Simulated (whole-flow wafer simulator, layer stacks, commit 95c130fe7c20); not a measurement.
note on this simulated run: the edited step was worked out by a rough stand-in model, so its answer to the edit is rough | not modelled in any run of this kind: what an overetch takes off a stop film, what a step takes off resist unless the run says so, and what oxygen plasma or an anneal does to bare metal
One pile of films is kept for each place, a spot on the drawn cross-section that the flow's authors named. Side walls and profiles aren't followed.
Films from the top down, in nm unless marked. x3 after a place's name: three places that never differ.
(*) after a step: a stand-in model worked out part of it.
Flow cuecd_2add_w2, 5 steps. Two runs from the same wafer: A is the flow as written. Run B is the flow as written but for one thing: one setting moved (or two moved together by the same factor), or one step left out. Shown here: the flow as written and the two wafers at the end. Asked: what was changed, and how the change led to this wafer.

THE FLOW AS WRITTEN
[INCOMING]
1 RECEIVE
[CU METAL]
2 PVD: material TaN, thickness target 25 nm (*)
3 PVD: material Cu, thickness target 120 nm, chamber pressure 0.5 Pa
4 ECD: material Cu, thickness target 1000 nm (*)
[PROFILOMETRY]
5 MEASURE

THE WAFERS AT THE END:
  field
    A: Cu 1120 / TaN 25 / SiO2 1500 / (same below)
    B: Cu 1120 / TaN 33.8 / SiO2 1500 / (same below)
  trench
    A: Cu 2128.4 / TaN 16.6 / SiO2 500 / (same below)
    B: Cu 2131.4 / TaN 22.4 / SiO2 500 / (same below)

The cause: step 2, PVD: thickness target 33.8 nm was run, where the flow has thickness target 25 nm.
It can be read off the wafer: field has TaN 33.8, and step 2 as written asks for 25 nm.

How the change led to this, step by step:
  2 PVD: material TaN, thickness target 25 nm (*)
      field: A TaN +25 (new film) | B TaN +33.8 (new film)
      trench: A TaN +16.6 (new film) | B TaN +22.4 (new film)
